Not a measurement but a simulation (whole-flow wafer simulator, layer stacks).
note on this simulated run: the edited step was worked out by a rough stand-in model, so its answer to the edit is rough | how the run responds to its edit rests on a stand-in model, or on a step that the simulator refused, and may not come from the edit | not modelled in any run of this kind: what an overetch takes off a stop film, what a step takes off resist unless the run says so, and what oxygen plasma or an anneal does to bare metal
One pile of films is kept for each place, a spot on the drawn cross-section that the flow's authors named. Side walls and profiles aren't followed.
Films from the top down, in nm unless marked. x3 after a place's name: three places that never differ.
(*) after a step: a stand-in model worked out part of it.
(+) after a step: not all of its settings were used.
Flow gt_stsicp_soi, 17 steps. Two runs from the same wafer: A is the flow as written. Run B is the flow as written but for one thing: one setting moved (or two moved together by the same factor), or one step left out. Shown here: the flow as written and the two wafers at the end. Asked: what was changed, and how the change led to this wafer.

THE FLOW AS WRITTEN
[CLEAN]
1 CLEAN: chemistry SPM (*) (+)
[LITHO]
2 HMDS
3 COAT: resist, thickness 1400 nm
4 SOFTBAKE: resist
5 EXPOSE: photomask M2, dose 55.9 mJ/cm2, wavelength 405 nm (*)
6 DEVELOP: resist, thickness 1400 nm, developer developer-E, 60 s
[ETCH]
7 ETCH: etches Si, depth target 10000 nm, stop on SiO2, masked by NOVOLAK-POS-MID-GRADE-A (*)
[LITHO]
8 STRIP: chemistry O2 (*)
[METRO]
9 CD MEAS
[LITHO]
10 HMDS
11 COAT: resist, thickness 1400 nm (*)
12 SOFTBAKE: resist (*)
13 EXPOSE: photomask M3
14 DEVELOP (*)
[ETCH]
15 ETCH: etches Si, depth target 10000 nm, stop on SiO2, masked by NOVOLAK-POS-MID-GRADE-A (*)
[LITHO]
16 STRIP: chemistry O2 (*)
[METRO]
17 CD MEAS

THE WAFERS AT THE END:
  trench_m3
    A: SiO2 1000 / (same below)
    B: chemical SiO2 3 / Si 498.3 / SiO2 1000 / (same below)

The cause: step 15, ETCH: depth target 9500 nm was run, where the flow has depth target 10000 nm.

How the change led to this, step by step:
  15 ETCH: etches Si, depth target 10000 nm, stop on SiO2, masked by NOVOLAK-POS-MID-GRADE-A (*)
      trench_m3: A chemical SiO2 -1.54 (all of it), Si -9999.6 (all of it) | B chemical SiO2 -1.54 (all of it), Si -9500
      field, trench_m2: A resist -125 | B resist -118.8
  16 STRIP: chemistry O2 (*)
      trench_m3: A nothing | B chemical SiO2 +3 (new film), Si -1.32
